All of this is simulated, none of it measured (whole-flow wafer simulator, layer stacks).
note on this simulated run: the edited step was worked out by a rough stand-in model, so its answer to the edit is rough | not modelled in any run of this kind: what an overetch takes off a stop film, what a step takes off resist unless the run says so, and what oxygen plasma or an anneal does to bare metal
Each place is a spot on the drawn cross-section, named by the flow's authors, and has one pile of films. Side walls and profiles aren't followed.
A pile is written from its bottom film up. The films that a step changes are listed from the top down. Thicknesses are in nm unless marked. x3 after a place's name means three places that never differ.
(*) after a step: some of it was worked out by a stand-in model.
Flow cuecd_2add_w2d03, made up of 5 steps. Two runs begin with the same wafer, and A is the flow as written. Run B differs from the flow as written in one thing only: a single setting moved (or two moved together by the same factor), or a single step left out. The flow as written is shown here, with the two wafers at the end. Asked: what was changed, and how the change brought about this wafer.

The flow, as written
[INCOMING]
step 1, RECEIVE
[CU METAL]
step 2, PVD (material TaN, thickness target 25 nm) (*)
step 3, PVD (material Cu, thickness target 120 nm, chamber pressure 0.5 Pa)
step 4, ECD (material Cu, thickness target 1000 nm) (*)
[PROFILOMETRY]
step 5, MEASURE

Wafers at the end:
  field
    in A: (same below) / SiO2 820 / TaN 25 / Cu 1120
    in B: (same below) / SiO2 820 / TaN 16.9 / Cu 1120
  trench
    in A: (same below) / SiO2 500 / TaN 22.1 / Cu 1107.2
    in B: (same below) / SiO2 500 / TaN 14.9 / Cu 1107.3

What caused this: step 2, PVD: thickness target 16.9 nm was run, though the flow has thickness target 25 nm.
One can read it off the wafer: field has TaN 16.9, and step 2 as written asks for 25 nm.

The path from the change to this, step by step:
  step 2, PVD (material TaN, thickness target 25 nm) (*)
      field: A TaN gains 25 (new film) | B TaN gains 16.9 (new film)
      trench: A TaN gains 22.1 (new film) | B TaN gains 14.9 (new film)
